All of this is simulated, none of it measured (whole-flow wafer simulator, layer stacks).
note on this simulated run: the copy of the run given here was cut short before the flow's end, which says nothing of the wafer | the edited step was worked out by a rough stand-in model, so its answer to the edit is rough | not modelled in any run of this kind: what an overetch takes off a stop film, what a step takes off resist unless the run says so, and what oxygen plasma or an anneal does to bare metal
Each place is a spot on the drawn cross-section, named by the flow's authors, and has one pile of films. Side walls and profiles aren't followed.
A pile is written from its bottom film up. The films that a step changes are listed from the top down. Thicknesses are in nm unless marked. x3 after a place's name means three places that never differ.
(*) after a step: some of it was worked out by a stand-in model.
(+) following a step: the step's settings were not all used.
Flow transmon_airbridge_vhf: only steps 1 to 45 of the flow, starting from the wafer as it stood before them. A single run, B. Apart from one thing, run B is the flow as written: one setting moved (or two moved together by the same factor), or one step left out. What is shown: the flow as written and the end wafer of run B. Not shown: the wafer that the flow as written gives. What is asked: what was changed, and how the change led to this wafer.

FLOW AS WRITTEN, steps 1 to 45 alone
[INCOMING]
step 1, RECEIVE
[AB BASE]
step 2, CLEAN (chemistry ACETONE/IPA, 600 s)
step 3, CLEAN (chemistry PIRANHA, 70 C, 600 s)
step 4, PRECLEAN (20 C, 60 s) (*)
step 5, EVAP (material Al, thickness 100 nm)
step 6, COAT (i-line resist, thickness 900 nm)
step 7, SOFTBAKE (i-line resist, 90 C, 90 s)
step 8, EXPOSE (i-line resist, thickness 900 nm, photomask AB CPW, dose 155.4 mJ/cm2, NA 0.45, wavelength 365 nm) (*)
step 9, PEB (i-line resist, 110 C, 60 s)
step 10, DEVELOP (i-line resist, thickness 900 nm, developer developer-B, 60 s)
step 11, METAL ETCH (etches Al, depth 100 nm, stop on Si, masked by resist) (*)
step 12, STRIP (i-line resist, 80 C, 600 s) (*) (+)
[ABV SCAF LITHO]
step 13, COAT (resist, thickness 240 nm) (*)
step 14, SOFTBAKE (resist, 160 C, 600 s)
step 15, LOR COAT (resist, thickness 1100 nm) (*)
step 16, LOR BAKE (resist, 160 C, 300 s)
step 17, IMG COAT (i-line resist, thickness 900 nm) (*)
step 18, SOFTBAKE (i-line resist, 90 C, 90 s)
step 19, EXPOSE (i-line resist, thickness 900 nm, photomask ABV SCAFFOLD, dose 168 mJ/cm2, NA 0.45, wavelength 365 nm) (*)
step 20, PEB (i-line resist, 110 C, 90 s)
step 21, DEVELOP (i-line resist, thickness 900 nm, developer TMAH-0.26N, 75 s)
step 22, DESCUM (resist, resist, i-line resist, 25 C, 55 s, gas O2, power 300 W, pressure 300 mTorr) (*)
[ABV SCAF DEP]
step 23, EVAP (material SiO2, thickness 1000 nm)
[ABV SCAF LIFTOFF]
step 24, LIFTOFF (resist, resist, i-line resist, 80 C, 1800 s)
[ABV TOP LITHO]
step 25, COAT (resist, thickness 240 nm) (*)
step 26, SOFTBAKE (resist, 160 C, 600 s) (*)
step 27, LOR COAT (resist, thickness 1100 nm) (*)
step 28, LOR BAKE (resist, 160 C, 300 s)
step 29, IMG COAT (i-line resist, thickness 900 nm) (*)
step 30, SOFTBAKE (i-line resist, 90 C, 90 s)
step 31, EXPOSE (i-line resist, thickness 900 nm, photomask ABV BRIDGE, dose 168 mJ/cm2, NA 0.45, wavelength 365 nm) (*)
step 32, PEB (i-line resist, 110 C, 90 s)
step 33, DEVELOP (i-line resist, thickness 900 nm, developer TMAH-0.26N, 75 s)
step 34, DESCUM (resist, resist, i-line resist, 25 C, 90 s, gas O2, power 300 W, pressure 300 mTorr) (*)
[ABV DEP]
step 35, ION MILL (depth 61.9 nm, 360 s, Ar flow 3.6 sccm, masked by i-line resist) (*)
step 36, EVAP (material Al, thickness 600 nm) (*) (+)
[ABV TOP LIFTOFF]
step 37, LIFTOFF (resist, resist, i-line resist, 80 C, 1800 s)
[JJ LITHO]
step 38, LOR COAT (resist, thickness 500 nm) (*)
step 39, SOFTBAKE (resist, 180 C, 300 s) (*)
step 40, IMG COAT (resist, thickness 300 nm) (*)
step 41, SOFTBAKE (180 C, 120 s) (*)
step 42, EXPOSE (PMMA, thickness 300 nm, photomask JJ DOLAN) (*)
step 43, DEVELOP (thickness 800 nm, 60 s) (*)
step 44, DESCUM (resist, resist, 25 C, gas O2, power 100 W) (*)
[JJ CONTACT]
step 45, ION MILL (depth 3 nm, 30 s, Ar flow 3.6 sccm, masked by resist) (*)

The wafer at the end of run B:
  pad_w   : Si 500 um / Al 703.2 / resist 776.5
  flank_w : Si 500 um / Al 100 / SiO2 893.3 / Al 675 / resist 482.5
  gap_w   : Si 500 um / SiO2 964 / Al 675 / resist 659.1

What caused this: step 36, EVAP: thickness 675 nm was run, though the flow has thickness 600 nm.
The wafer itself shows it: flank_w has Al 675, and step 36 as written asks for 600 nm.

The path from the change to this, step by step:
  step 36, EVAP (material Al, thickness 600 nm) (*) (+)
      field x3, jj_line, ground_far and 10 more: Al gains 675 (new film) (it would be, as written: Al gains 600 (new film))
      pad_w, pad_e: Al gains 665.1 (it would be, as written: Al gains 591.2)
  step 37, LIFTOFF (resist, resist, i-line resist, 80 C, 1800 s)
      field x3, jj_line, trace_open_s x2: Al loses 675 (all of it), i-line resist loses 600 (all of it), resist loses 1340 (all of it) (it would be, as written: Al loses 600 (all of it), i-line resist loses 600 (all of it), resist loses 1340 (all of it))
      margin_s, margin_n: Al loses 675 (all of it), i-line resist loses 318.3 (all of it), resist loses 992 (all of it) (it would be, as written: Al loses 600 (all of it), i-line resist loses 318.3 (all of it), resist loses 992 (all of it))
      (and at 1 other place as well)
  step 38, LOR COAT (resist, thickness 500 nm) (*)
      bridge_strip: resist gains 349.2 (new film) (it would be, as written: resist gains 356.4 (new film))
  step 40, IMG COAT (resist, thickness 300 nm) (*)
      bridge_strip: resist gains 192.6 (it would be, as written: resist gains 197.1)
